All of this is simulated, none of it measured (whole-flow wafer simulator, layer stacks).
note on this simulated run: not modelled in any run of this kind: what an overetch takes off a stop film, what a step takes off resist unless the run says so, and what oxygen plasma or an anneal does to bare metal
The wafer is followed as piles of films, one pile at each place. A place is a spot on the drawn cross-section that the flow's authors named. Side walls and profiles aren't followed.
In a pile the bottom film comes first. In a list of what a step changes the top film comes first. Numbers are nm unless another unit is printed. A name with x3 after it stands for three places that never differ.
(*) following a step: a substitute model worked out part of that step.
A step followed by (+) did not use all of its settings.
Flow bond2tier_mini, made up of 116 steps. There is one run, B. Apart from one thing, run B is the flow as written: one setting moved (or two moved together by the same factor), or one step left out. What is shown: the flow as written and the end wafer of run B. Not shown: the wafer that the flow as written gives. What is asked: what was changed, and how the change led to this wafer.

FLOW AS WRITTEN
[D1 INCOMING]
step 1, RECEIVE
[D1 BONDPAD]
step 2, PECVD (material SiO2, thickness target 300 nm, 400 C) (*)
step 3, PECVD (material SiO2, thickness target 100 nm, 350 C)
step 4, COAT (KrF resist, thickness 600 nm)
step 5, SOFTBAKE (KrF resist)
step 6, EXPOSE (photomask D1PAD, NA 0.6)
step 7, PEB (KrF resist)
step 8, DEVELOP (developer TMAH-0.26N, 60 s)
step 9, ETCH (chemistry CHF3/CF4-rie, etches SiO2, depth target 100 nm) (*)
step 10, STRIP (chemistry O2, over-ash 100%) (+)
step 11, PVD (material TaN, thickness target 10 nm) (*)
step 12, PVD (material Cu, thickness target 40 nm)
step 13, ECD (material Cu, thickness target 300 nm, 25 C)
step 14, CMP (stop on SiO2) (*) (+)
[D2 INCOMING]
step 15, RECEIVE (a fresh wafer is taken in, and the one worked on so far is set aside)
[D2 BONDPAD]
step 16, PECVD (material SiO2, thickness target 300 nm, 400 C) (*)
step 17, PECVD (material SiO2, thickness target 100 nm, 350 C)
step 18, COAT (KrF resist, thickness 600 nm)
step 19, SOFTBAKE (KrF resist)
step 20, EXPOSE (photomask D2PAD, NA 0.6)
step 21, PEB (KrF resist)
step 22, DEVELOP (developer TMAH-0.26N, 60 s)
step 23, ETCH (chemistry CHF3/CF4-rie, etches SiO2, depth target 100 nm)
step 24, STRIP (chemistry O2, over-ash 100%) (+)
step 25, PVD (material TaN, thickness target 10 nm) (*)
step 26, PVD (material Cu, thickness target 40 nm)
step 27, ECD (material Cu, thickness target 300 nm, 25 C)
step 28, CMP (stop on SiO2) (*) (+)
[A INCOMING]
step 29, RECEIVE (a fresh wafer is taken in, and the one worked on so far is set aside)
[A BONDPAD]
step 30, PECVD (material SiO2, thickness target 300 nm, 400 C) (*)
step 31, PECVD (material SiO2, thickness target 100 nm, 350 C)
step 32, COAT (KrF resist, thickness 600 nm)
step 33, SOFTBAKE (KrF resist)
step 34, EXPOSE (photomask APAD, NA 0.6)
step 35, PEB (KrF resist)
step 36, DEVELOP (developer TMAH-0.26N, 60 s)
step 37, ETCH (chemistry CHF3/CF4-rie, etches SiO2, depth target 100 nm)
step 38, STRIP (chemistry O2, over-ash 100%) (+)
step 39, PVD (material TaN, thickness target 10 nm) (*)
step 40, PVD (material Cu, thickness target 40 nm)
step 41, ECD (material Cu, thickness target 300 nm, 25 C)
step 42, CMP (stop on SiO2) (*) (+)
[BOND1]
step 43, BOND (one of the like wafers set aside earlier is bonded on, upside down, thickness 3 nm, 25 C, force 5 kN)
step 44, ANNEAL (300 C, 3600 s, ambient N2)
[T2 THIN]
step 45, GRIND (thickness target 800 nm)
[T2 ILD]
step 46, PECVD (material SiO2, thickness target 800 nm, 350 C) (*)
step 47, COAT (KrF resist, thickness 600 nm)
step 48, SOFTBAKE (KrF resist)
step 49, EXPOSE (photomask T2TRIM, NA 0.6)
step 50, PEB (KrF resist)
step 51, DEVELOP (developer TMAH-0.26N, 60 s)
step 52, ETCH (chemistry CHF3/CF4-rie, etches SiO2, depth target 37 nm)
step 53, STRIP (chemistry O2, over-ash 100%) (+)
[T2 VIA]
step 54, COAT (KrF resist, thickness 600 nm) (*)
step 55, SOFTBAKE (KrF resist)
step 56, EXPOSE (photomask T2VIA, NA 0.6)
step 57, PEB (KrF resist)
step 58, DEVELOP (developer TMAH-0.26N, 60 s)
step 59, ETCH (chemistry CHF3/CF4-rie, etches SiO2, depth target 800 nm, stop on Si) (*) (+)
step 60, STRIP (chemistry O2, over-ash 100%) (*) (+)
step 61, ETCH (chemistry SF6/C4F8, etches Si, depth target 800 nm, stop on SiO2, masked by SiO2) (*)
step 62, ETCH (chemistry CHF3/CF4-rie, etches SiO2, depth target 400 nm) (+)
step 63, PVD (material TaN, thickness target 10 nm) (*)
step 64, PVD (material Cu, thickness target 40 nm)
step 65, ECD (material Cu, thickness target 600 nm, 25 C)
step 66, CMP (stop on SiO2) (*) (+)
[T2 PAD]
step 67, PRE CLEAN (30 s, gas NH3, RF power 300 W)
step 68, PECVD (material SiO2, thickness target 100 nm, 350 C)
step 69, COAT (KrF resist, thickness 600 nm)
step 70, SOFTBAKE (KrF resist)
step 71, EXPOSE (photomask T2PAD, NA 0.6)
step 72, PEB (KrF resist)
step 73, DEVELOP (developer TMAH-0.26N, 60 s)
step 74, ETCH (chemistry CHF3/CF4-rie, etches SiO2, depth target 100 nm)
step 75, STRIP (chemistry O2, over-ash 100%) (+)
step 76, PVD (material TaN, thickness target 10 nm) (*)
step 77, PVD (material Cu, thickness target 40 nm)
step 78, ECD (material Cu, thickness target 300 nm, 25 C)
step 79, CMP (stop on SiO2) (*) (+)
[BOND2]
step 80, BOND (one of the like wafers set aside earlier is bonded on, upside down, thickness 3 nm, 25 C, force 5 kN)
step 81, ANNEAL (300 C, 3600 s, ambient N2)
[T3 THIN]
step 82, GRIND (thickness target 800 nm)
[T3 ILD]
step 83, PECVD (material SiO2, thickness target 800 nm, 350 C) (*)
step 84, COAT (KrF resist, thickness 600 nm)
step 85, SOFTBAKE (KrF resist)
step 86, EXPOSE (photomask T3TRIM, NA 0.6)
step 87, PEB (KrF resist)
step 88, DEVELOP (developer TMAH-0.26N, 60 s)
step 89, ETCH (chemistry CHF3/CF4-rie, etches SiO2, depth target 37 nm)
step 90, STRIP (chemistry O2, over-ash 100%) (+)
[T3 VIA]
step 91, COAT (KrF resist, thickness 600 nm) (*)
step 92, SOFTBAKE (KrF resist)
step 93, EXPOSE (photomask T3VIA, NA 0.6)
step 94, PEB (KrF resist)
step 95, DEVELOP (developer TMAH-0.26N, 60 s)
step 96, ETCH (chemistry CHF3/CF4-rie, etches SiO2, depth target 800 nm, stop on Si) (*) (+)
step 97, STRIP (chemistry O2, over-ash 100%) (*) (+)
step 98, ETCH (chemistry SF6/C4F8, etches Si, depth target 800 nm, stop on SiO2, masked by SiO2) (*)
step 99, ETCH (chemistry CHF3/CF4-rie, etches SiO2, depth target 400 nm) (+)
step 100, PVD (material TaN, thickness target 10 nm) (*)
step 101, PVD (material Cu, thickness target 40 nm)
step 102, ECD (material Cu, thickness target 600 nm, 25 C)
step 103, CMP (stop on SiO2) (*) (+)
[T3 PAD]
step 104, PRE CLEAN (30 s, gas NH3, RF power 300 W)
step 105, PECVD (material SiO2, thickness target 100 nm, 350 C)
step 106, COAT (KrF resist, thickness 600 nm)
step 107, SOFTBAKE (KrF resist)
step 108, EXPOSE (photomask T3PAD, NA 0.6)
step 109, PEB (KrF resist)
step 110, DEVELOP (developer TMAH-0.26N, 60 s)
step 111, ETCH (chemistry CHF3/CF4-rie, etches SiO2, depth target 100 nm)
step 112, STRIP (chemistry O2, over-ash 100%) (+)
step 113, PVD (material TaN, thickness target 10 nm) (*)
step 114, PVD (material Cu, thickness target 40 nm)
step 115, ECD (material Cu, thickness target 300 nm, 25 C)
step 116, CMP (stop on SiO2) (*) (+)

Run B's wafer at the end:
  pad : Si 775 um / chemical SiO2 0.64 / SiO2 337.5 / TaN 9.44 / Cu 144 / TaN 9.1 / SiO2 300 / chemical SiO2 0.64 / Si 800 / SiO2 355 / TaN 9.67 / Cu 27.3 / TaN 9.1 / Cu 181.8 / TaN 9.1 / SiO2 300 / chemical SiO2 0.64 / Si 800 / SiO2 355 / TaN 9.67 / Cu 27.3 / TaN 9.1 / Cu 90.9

What caused this: step 37, ETCH: depth target 62.5 nm was run, though the flow has depth target 100 nm.

Step by step, how the change led to this:
  step 37, ETCH (chemistry CHF3/CF4-rie, etches SiO2, depth target 100 nm)
      pad, via: -62.5 SiO2 (as written it would have been: -100 SiO2)
      field: -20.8 KrF resist (as written it would have been: -33.3 KrF resist)
  step 38, STRIP (chemistry O2, over-ash 100%) (+)
      field: -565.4 KrF resist (all of it) (as written it would have been: -552.9 KrF resist (all of it))
  step 40, PVD (material Cu, thickness target 40 nm)
      pad: +37.7 Cu (new film) (as written it would have been: +36.4 Cu (new film))
  step 41, ECD (material Cu, thickness target 300 nm, 25 C)
      pad: +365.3 Cu (as written it would have been: +404.5 Cu)
      via: +362.5 Cu (as written it would have been: +400.2 Cu)
